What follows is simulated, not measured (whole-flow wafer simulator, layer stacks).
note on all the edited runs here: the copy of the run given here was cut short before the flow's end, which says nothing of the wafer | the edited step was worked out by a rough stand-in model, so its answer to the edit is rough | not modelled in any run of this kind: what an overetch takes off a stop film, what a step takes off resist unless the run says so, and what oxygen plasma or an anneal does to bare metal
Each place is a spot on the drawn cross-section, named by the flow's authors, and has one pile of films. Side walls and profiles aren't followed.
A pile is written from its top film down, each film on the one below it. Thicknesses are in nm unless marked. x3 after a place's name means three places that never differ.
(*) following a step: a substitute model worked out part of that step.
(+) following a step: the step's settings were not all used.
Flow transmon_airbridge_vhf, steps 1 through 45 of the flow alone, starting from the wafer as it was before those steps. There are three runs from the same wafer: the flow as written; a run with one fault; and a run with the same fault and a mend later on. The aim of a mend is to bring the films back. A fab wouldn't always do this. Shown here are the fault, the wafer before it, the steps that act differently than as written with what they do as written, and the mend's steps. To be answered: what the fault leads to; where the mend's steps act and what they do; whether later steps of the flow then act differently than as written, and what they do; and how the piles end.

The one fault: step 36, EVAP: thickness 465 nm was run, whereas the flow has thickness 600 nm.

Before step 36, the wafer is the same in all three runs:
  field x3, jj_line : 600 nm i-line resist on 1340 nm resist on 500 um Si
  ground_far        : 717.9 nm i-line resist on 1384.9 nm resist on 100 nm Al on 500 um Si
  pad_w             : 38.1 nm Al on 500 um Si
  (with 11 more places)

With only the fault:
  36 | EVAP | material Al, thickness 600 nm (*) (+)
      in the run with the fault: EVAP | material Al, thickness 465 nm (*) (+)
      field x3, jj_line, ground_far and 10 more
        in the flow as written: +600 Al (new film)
        in the run with the fault: +465 Al (new film)
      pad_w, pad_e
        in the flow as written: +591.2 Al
        in the run with the fault: +458.2 Al
  Steps further on in the flow that do not act as written:
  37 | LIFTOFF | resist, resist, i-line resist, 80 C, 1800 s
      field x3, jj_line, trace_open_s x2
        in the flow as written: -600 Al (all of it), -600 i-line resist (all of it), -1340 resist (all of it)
        in the run with the fault: -465 Al (all of it), -600 i-line resist (all of it), -1340 resist (all of it)
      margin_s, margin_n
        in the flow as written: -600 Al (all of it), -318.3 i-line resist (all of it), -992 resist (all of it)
        in the run with the fault: -465 Al (all of it), -318.3 i-line resist (all of it), -992 resist (all of it)
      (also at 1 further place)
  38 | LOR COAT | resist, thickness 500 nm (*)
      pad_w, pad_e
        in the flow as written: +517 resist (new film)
        in the run with the fault: +528.7 resist (new film)
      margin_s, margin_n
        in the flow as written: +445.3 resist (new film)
        in the run with the fault: +433.8 resist (new film)
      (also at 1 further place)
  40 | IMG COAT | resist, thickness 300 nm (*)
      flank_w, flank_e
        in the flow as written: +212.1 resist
        in the run with the fault: +216.6 resist
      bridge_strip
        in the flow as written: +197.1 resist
        in the run with the fault: +205.2 resist
  The piles end different from the flow's at pad_w, flank_w, gap_w and 7 more by more than 2% or 0.5 nm, whichever is larger.
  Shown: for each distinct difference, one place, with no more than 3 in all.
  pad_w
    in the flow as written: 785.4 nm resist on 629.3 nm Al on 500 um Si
    in the run with the fault: 802.9 nm resist on 496.3 nm Al on 500 um Si
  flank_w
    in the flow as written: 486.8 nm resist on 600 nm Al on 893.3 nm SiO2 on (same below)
    in the run with the fault: 494.4 nm resist on 465 nm Al on 893.3 nm SiO2 on (same below)
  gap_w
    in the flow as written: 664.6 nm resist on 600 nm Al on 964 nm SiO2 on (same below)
    in the run with the fault: 674.6 nm resist on 465 nm Al on 964 nm SiO2 on (same below)

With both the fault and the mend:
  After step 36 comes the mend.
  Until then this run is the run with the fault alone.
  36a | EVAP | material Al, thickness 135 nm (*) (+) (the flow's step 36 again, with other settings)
      field x3, jj_line, ground_far and 10 more
        +135 Al
      pad_w, pad_e
        +133 Al
  None of the later steps of the flow differs from how it acts as written, at any place that is followed, by more than 2% or 0.5 nm, whichever is larger.
  At the end the piles are close to the flow's at the places that both follow, differing by at most 2% or 0.5 nm, whichever is larger.
